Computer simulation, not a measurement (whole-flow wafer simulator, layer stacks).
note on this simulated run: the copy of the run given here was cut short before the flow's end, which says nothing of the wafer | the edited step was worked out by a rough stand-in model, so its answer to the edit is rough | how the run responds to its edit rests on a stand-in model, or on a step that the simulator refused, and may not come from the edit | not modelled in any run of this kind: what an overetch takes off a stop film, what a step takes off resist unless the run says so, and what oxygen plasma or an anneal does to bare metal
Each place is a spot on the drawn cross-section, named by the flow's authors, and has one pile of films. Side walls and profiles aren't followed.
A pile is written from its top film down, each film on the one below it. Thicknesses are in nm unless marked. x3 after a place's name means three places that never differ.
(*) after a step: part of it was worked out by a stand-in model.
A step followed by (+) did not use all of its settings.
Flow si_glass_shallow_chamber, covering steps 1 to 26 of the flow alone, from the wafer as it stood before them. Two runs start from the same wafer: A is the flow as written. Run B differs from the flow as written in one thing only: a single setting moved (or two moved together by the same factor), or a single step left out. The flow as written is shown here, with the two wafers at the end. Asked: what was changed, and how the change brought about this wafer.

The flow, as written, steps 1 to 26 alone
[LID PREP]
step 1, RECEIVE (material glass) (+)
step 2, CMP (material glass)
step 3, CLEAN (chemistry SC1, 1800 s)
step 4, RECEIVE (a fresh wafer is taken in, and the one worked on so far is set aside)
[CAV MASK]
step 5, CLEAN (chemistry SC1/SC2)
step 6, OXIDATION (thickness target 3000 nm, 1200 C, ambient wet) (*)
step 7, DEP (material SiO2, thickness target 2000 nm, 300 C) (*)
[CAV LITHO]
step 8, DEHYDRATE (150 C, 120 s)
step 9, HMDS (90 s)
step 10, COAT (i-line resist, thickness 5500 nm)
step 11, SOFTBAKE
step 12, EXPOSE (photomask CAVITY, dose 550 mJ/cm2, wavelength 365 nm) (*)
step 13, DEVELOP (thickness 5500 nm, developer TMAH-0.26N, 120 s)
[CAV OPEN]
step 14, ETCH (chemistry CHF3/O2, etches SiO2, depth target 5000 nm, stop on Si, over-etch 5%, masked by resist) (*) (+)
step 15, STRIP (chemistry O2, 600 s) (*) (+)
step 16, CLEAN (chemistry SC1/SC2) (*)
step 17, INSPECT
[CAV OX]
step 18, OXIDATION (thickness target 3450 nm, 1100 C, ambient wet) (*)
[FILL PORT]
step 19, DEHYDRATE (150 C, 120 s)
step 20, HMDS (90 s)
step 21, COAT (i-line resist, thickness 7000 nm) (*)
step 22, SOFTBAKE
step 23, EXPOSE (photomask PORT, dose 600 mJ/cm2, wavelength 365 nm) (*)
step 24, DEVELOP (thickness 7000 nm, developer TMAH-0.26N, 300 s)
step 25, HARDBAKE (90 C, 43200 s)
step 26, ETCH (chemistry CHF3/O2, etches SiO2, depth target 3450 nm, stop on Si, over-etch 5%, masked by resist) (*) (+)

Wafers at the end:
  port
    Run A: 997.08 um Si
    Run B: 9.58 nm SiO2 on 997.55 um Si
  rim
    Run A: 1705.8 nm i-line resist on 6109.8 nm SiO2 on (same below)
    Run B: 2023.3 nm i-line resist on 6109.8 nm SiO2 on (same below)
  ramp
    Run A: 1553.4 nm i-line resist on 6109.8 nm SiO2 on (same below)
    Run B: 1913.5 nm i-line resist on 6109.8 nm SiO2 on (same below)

The reason: step 14, ETCH: depth target 3750 nm was run, while the flow as written has depth target 5000 nm.

Step by step, how the change led to this:
  step 14, ETCH (chemistry CHF3/O2, etches SiO2, depth target 5000 nm, stop on Si, over-etch 5%, masked by resist) (*) (+)
      cav, port: A SiO2 loses 5000 (all of it), Si loses 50 | B SiO2 loses 3937.5
      rim, ramp, septum, ring: A i-line resist loses 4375 | B i-line resist loses 3281.2
  step 15, STRIP (chemistry O2, 600 s) (*) (+)
      cav, port: A chemical SiO2 gains 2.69 (new film), Si loses 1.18 | B nothing
      rim, ramp, septum, ring: A i-line resist loses 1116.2 (all of it) | B i-line resist loses 2209.9 (all of it)
  step 18, OXIDATION (thickness target 3450 nm, 1100 C, ambient wet) (*)
      cav, port: A SiO2 gains 3450 (new film), chemical SiO2 loses 2.69 (all of it), Si loses 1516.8 | B SiO2 gains 2569.6, Si loses 1130.6
  step 21, COAT (i-line resist, thickness 7000 nm) (*)
      rim: A i-line resist gains 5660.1 (new film) | B i-line resist gains 5874.3 (new film)
      ramp: A i-line resist gains 5087.8 (new film) | B i-line resist gains 5385.3 (new film)
  step 22, SOFTBAKE
      rim: A i-line resist loses 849 | B i-line resist loses 733.8
      ramp: A i-line resist loses 434.5 | B i-line resist loses 358.8
      (also at 4 further places)
  step 25, HARDBAKE (90 C, 43200 s)
      rim: A i-line resist loses 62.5 | B i-line resist loses 74.4
      ramp: A i-line resist loses 57.1 | B i-line resist loses 70.2
      (also at 1 further place)
  step 26, ETCH (chemistry CHF3/O2, etches SiO2, depth target 3450 nm, stop on Si, over-etch 5%, masked by resist) (*) (+)
      port: A SiO2 loses 3450 (all of it), Si loses 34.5 | B SiO2 loses 3622.5
